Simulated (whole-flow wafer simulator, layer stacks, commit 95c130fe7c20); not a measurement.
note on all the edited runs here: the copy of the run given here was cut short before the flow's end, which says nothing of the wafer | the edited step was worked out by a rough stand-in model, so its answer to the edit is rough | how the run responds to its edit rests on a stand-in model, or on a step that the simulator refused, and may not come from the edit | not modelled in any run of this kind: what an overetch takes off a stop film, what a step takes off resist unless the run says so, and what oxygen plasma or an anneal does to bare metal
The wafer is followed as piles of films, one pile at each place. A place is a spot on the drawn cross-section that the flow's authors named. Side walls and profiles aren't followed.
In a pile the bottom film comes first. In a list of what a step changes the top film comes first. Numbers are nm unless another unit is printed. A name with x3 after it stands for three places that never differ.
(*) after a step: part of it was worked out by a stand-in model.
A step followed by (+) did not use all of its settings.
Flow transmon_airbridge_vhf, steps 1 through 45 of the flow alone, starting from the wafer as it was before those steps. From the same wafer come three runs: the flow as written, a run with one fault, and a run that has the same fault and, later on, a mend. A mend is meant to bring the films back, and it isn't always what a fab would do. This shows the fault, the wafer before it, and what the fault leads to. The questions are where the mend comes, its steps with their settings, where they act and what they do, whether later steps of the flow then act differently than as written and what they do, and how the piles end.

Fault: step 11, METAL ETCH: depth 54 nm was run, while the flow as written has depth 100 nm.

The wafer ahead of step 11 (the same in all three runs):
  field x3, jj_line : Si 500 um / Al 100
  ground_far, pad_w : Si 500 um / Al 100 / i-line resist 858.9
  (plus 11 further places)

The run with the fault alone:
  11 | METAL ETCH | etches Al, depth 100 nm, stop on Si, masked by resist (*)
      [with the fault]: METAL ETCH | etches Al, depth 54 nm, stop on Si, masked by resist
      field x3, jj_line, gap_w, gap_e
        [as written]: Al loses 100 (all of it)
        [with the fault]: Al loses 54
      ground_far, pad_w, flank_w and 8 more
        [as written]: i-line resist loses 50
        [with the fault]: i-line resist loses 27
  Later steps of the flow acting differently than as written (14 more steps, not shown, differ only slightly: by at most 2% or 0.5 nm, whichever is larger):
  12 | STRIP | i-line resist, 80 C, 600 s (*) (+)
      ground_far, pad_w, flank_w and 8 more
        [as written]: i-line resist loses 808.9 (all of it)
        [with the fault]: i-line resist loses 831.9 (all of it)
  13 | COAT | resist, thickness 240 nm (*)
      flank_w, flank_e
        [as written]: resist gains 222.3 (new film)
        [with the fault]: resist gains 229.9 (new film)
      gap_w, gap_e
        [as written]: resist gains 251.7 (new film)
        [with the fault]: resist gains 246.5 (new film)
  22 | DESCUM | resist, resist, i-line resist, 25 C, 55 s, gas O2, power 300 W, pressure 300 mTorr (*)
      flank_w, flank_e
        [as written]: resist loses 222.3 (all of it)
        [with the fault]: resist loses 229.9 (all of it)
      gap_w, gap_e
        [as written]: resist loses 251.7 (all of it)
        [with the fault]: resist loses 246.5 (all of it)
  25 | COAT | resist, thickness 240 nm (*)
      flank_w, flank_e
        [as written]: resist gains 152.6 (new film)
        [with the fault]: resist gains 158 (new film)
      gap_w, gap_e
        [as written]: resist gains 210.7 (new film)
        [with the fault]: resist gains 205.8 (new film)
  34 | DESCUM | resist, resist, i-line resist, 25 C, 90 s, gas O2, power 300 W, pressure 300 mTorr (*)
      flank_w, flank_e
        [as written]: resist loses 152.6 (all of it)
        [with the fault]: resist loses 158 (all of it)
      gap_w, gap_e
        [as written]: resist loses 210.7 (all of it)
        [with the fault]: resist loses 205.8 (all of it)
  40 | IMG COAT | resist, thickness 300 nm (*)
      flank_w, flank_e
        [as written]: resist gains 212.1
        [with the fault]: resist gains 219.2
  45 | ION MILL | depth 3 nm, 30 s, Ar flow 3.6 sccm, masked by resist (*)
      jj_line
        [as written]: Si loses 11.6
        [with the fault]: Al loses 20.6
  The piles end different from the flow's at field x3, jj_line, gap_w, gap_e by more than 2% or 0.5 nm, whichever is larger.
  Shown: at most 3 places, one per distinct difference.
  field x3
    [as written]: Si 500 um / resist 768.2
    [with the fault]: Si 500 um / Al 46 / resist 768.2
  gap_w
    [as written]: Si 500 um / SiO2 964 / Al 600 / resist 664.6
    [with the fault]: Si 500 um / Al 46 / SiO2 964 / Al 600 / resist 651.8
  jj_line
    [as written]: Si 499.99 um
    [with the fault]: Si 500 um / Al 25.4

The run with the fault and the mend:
  The mend follows step 12.
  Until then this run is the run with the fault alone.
  12a | COAT | i-line resist, thickness 900 nm (*) (the flow's step 6 again)
      field x3, jj_line, trace_open_s x2, margin_s, bridge_strip, margin_n
        i-line resist gains 900 (new film)
      pad_w, pad_e
        i-line resist gains 893.4 (new film)
      flank_w, flank_e
        i-line resist gains 887.3 (new film)
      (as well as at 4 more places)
  12b | SOFTBAKE | i-line resist, 90 C, 90 s (the flow's step 7 again)
      flank_w, flank_e
        i-line resist loses 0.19
      gap_w, gap_e
        i-line resist gains 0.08
  12c | EXPOSE | i-line resist, thickness 900 nm, photomask AB CPW, dose 155.4 mJ/cm2, NA 0.45, wavelength 365 nm (*) (the flow's step 8 again)
      leaves every film unchanged at each place that is followed
  12d | PEB | i-line resist, 110 C, 60 s (the flow's step 9 again)
      field x3, jj_line, trace_open_s x2, margin_s, bridge_strip, margin_n
        i-line resist loses 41
      pad_w, pad_e
        i-line resist loses 40.7
      flank_w, flank_e
        i-line resist loses 40.4
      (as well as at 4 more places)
  12e | DEVELOP | i-line resist, thickness 900 nm, developer developer-B, 60 s (the flow's step 10 again)
      trace_open_s x2, margin_s, bridge_strip, margin_n
        i-line resist loses 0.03
      field x3, jj_line
        i-line resist loses 859 (all of it)
      gap_w, gap_e
        i-line resist loses 887.1 (all of it)
  12f | METAL ETCH | etches Al, depth 46 nm, stop on Si, masked by resist (*) (the flow's step 11 again, with other settings)
      ground_far, pad_w, flank_w and 8 more
        i-line resist loses 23
      field x3, jj_line, gap_w, gap_e
        Al loses 46 (all of it)
  12g | STRIP | i-line resist, 80 C, 600 s (*) (+) (the flow's step 12 again)
      trace_open_s x2, margin_s, bridge_strip, margin_n
        i-line resist loses 835.9 (all of it)
      pad_w, pad_e
        i-line resist loses 829.6 (all of it)
      flank_w, flank_e
        i-line resist loses 823.7 (all of it)
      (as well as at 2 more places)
  None of the later steps of the flow acts differently than as written at any place that is followed.
  By the end, the piles equal the flow's at every place that both follow.
